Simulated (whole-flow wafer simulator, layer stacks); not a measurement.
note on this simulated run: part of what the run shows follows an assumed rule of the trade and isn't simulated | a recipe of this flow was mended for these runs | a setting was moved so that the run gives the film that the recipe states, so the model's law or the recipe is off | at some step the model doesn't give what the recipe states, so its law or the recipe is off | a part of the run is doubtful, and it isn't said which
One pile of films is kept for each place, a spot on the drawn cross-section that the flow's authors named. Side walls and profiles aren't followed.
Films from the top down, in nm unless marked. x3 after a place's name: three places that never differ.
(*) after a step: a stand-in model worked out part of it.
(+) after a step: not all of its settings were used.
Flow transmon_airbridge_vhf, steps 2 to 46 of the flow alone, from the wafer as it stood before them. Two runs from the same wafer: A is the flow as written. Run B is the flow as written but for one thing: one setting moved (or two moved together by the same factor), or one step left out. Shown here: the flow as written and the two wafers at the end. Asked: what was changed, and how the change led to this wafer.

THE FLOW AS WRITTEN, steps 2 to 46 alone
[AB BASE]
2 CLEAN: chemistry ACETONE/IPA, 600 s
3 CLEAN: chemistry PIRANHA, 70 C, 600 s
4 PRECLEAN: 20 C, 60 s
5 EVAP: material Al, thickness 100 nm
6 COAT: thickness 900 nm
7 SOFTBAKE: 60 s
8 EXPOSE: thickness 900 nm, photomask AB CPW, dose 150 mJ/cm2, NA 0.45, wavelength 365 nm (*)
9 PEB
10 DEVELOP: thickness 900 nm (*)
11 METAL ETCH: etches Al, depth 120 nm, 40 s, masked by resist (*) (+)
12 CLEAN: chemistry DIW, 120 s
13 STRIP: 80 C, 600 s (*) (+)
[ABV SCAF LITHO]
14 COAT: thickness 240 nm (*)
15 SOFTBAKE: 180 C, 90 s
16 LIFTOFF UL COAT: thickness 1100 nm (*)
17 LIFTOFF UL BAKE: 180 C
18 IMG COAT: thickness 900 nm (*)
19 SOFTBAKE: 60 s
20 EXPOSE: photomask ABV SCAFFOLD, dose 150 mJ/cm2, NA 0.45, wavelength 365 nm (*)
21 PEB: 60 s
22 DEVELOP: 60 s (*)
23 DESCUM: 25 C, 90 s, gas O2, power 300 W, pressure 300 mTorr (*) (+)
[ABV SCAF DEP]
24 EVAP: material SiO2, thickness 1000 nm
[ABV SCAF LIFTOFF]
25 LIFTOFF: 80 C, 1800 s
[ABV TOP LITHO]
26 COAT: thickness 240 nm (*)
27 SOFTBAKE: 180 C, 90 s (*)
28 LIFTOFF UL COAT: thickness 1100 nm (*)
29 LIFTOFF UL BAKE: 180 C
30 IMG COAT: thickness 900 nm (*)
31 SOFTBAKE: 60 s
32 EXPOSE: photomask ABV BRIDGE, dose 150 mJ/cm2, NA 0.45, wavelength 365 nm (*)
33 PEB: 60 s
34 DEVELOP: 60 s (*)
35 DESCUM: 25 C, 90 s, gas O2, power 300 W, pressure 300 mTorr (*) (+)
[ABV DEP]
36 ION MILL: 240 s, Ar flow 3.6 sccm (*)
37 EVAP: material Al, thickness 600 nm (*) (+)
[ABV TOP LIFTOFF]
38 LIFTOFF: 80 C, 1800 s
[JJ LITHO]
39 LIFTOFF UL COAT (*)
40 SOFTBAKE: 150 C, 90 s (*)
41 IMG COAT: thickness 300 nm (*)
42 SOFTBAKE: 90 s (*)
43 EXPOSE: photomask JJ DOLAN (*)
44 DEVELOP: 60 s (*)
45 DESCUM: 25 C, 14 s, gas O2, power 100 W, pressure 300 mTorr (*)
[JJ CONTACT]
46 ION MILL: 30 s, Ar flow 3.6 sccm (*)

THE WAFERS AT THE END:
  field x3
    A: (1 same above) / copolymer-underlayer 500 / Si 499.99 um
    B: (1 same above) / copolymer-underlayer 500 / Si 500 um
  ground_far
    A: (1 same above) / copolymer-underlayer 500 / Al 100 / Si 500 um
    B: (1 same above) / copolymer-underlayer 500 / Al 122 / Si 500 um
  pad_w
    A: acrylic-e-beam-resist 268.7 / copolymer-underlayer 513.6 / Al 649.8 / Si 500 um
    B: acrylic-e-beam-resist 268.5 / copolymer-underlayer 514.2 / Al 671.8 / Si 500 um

The cause: step 5, EVAP: thickness 122 nm was run, where the flow has thickness 100 nm.
It can be read off the wafer: ground_far has Al 122, and step 5 as written asks for 100 nm.

How the change led to this, step by step:
  5 EVAP: material Al, thickness 100 nm
      field x3, jj_line, ground_far and 12 more: A Al +100 (new film) | B Al +122 (new film)
  11 METAL ETCH: etches Al, depth 120 nm, 40 s, masked by resist (*) (+)
      field x3, jj_line, gap_w, gap_e: A Al -86.7 (all of it), Si -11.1 | B Al -108.7 (all of it), Si -3.78
